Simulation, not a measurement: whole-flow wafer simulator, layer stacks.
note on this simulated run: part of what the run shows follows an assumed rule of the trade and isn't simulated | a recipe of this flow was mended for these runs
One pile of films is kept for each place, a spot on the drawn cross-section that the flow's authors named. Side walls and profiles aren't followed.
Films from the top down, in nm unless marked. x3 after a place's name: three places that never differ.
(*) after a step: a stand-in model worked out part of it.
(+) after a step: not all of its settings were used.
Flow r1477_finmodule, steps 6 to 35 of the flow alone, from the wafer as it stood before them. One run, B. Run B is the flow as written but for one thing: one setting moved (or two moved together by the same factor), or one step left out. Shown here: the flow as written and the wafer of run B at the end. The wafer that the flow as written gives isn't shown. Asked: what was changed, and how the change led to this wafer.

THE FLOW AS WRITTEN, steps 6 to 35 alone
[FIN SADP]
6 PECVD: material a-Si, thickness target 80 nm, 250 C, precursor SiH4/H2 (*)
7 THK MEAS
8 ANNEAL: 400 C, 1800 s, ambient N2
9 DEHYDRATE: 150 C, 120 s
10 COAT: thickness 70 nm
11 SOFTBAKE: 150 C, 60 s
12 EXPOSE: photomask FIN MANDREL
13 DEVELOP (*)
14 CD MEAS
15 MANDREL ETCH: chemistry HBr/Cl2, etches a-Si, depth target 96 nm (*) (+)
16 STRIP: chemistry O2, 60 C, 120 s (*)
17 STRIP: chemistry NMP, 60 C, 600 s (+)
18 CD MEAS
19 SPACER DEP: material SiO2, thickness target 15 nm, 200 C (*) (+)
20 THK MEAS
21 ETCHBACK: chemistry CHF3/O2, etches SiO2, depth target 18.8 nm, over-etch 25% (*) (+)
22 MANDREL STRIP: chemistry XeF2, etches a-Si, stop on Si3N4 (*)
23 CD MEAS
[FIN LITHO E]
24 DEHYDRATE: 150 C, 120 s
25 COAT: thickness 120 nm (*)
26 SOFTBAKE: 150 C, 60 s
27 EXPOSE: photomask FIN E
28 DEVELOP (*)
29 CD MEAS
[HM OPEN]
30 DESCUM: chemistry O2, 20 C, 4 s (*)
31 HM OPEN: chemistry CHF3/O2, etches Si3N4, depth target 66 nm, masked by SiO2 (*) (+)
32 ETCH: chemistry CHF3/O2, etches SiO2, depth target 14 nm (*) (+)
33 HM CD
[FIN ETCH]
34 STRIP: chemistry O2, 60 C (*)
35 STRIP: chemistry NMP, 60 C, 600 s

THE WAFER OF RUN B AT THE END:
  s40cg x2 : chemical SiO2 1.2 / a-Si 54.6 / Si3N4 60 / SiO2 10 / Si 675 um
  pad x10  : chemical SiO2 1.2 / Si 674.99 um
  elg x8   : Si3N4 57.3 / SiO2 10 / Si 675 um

The cause: step 21, ETCHBACK: depth target 15.5 nm was run, where the flow has depth target 18.8 nm.

How the change led to this, step by step:
  21 ETCHBACK: chemistry CHF3/O2, etches SiO2, depth target 18.8 nm, over-etch 25% (*) (+)
      s40cg x2, s45cg x2, s50cg x2: SiO2 -15 (all of it), chemical SiO2 -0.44 (as written it would be: SiO2 -15 (all of it), chemical SiO2 -0.89 (all of it), a-Si -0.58)
      pad x10, elg x8, s40sg x2, s45sg x2, s50sg x2: SiO2 -15 (all of it), Si3N4 -0.44 (as written it would be: SiO2 -15 (all of it), Si3N4 -3.62)
  22 MANDREL STRIP: chemistry XeF2, etches a-Si, stop on Si3N4 (*)
      s40cg x2, s45cg x2, s50cg x2: nothing (as written it would be: a-Si -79 (all of it))
  25 COAT: thickness 120 nm (*)
      s40cg x2: e-beam-resist +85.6 (new film) (as written it would be: e-beam-resist +136.7 (new film))
      s40sg x2: e-beam-resist +168.2 (new film) (as written it would be: e-beam-resist +142.6 (new film))
      (and at 14 more places)
  28 DEVELOP (*)
      s40cg x2: e-beam-resist -85.6 (all of it) (as written it would be: e-beam-resist -136.7 (all of it))
      s40sg x2: e-beam-resist -168.2 (all of it) (as written it would be: e-beam-resist -142.6 (all of it))
      (and at 14 more places)
  31 HM OPEN: chemistry CHF3/O2, etches Si3N4, depth target 66 nm, masked by SiO2 (*) (+)
      s40cg x2, s45cg x2, s50cg x2: chemical SiO2 -0.45 (all of it), a-Si -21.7 (as written it would be: Si3N4 -60 (all of it), SiO2 -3)
      pad x10, s40sg x2, s45sg x2, s50sg x2: Si3N4 -57.3 (all of it), SiO2 -4.36 (as written it would be: Si3N4 -54.1 (all of it), SiO2 -5.95)
  32 ETCH: chemistry CHF3/O2, etches SiO2, depth target 14 nm (*) (+)
      s40cg x2, s45cg x2, s50cg x2: a-Si -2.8 (as written it would be: SiO2 -7 (all of it), Si -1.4)
      pad x10, s40sg x2, s45sg x2, s50sg x2: SiO2 -5.64 (all of it), Si -1.67 (as written it would be: SiO2 -4.05 (all of it), Si -1.99)
  34 STRIP: chemistry O2, 60 C (*)
      s40cg x2, s45cg x2, s50cg x2: chemical SiO2 +1.2 (new film), a-Si -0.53 (as written it would be: chemical SiO2 +1.2 (new film), Si -0.53)
